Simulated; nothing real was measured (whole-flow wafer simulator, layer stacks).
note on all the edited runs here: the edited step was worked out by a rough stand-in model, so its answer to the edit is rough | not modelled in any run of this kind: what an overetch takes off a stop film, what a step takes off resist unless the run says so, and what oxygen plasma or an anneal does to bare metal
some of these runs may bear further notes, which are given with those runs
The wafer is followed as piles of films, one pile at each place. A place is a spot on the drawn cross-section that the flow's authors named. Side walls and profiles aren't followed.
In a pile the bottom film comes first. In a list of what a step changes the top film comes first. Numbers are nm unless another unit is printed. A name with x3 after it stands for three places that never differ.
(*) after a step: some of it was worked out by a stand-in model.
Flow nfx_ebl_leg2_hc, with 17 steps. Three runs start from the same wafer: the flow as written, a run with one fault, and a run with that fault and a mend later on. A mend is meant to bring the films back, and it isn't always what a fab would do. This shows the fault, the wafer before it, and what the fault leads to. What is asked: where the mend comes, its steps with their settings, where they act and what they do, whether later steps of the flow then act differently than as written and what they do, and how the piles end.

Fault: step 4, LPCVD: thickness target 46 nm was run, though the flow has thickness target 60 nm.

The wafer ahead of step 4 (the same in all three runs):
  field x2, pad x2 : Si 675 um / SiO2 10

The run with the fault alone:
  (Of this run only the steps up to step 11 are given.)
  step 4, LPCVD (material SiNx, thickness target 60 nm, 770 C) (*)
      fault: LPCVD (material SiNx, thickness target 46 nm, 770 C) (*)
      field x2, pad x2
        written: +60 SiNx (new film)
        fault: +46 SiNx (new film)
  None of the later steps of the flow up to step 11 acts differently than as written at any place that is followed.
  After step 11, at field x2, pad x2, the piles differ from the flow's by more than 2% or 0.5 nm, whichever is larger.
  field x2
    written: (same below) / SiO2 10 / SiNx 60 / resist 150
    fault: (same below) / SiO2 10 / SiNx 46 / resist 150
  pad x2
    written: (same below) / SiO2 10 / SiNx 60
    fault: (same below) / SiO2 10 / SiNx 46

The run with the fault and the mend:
  After step 11 comes the mend.
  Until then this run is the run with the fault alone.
  step 11a, STRIP (resist, chemistry O2, 25 C) (*)
      field x2
        -150 resist (all of it)
  step 11b, CLEAN (chemistry SC1/SC2) (*) (a further turn of the flow's step 2)
      leaves every film unchanged at each place that is followed
  step 11c, LPCVD (material SiNx, thickness target 14 nm, 770 C) (*) (a further turn of the flow's step 4, with different settings)
      field x2, pad x2
        +14 SiNx
  step 11d, DEHYDRATE (180 C, 120 s) (a further turn of the flow's step 6)
      leaves every film unchanged at each place that is followed
  step 11e, COAT (resist, thickness 150 nm) (a further turn of the flow's step 7)
      field x2, pad x2
        +150 resist (new film)
  step 11f, SOFTBAKE (resist, 150 C, 60 s) (a further turn of the flow's step 8)
      leaves every film unchanged at each place that is followed
  step 11g, EXPOSE (PMMA, thickness 150 nm, photomask GRATING) (*) (a further turn of the flow's step 9)
      leaves every film unchanged at each place that is followed
  step 11h, DEVELOP (resist, thickness 150 nm, developer developer-C-546, 60 s) (*) (a further turn of the flow's step 10)
      pad x2
        -150 resist (all of it)
  None of the later steps of the flow acts differently than as written at any place that is followed.
  By the end, the piles equal the flow's at every place that both follow.
